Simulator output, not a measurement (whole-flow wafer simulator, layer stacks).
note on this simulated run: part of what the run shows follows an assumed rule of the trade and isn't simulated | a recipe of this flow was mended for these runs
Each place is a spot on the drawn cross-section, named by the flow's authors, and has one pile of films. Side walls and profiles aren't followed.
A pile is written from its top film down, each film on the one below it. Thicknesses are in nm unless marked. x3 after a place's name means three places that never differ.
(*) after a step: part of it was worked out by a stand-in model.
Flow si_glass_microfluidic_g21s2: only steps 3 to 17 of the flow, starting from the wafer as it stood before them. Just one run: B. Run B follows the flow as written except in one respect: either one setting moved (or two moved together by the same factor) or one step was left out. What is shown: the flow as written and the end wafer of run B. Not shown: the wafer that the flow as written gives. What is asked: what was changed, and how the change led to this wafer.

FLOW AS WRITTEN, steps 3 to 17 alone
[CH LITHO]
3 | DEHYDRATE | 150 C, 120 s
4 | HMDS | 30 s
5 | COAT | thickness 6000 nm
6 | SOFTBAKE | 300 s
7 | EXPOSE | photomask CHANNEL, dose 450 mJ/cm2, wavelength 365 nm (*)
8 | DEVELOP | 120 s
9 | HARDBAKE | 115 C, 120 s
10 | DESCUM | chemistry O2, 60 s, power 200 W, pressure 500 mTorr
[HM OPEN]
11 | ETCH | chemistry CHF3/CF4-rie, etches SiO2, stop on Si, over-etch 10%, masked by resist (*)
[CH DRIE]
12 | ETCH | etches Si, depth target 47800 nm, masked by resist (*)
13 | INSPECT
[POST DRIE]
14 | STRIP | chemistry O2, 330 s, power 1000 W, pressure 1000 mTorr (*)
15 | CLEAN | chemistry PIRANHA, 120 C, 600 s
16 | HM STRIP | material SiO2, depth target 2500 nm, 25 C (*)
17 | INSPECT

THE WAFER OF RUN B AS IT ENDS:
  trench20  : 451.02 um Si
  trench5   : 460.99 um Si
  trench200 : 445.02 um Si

What caused this: step 11, ETCH: over-etch 14% was run, while the flow as written has over-etch 10%.

The path from the change to this, step by step:
  11 | ETCH | chemistry CHF3/CF4-rie, etches SiO2, stop on Si, over-etch 10%, masked by resist (*)
      trench20, trench5, trench200: SiO2 loses 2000 (all of it), Si loses 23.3 (it would be, as written: SiO2 loses 2000 (all of it), Si loses 16.7)
      land: thick-i-line-resist loses 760 (it would be, as written: thick-i-line-resist loses 733.3)
  12 | ETCH | etches Si, depth target 47800 nm, masked by resist (*)
      trench5: Si loses 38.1 um (it would be, as written: Si loses 38.09 um)
      trench200: Si loses 54.07 um (it would be, as written: Si loses 54.08 um)
